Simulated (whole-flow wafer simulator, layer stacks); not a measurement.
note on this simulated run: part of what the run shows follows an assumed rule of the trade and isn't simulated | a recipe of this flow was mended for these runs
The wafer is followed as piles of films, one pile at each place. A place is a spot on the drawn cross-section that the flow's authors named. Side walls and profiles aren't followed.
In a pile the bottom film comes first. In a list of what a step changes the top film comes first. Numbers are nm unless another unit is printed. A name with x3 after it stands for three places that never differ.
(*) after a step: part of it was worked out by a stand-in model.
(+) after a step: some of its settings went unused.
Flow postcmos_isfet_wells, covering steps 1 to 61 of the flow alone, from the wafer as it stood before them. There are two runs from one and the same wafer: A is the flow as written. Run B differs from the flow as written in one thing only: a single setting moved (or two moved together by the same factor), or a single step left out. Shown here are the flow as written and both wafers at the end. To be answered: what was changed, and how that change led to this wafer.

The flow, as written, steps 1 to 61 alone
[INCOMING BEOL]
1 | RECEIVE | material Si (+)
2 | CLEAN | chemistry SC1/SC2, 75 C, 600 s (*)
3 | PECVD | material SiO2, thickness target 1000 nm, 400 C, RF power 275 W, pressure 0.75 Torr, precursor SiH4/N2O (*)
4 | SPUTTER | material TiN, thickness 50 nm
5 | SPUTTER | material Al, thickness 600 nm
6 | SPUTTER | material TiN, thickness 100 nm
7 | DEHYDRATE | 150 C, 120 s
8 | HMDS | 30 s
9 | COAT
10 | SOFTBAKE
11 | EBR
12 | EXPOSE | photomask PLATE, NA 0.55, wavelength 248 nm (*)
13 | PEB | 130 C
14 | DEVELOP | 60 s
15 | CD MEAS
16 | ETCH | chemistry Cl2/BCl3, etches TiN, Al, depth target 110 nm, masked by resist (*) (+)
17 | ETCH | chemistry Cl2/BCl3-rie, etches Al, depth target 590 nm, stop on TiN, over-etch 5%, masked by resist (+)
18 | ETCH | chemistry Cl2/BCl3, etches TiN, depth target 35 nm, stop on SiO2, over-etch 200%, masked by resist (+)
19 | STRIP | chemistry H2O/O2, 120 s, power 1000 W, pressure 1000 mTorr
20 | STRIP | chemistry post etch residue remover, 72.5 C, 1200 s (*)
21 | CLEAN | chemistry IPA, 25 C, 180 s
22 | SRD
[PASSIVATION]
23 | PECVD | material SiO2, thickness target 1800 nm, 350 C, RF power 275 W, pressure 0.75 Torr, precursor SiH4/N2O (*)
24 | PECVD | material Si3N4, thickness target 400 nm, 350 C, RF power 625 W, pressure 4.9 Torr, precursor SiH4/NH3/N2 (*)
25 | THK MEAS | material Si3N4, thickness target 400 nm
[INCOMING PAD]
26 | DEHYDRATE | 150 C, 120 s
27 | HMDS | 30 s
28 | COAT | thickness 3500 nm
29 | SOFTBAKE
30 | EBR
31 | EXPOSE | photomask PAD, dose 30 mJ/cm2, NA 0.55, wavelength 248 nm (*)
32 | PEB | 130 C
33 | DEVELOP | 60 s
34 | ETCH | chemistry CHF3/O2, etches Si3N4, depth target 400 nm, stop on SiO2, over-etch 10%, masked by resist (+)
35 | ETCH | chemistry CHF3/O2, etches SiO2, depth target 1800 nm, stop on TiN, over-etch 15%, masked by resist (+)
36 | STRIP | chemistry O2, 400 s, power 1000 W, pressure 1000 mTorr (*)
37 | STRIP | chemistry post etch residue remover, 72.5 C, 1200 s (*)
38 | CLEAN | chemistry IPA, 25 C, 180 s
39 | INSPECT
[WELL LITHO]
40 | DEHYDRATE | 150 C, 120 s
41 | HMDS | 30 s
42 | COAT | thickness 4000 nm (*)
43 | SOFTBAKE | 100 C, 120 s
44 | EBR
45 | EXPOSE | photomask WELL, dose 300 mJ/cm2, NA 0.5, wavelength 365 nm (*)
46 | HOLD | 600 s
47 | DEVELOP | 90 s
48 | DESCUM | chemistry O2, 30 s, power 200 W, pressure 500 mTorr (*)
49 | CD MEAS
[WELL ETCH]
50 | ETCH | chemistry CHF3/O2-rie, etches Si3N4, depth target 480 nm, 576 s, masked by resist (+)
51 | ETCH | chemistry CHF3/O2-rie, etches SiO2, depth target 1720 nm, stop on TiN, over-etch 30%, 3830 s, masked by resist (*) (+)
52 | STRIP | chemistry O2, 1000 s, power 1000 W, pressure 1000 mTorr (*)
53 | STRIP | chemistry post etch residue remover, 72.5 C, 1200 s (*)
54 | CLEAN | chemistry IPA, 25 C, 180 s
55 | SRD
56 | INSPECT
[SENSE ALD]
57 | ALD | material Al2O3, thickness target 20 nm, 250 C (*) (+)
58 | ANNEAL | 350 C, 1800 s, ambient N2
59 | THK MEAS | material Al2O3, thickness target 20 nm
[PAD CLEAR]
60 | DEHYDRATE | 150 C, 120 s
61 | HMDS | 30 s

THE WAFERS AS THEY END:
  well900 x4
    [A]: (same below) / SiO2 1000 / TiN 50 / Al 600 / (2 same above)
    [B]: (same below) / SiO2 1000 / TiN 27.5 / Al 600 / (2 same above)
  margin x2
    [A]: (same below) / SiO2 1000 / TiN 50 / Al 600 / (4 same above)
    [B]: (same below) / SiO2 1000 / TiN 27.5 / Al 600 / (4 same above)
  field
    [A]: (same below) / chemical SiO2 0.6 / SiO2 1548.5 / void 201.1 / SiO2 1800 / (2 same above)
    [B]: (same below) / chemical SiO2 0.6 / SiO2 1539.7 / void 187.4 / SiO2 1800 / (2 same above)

What caused this: step 4, SPUTTER: thickness 27.5 nm was run, whereas the flow has thickness 50 nm.
One can read it off the wafer: well900 x4 has TiN 27.5, and step 4 as written asks for 50 nm.

How this came from the change, step by step:
  4 | SPUTTER | material TiN, thickness 50 nm
      field, margin x2, well900 x4, pad_clr, pad_open: A TiN gains 50 (new film) | B TiN gains 27.5 (new film)
  18 | ETCH | chemistry Cl2/BCl3, etches TiN, depth target 35 nm, stop on SiO2, over-etch 200%, masked by resist (+)
      margin x2, well900 x4, pad_clr, pad_open: A thick-KrF-resist loses 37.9 | B thick-KrF-resist loses 10.9
      field: A TiN loses 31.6 (all of it), SiO2 loses 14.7 | B TiN loses 9.06 (all of it), SiO2 loses 19.2
  19 | STRIP | chemistry H2O/O2, 120 s, power 1000 W, pressure 1000 mTorr
      margin x2, well900 x4, pad_clr, pad_open: A thick-KrF-resist loses 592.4 (all of it) | B thick-KrF-resist loses 619.4 (all of it)
  23 | PECVD | material SiO2, thickness target 1800 nm, 350 C, RF power 275 W, pressure 0.75 Torr, precursor SiH4/N2O (*)
      field: A SiO2 gains 1800 (new film), void gains 201.1 (new film), SiO2 gains 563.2 | B SiO2 gains 1800 (new film), void gains 187.4 (new film), SiO2 gains 558.9
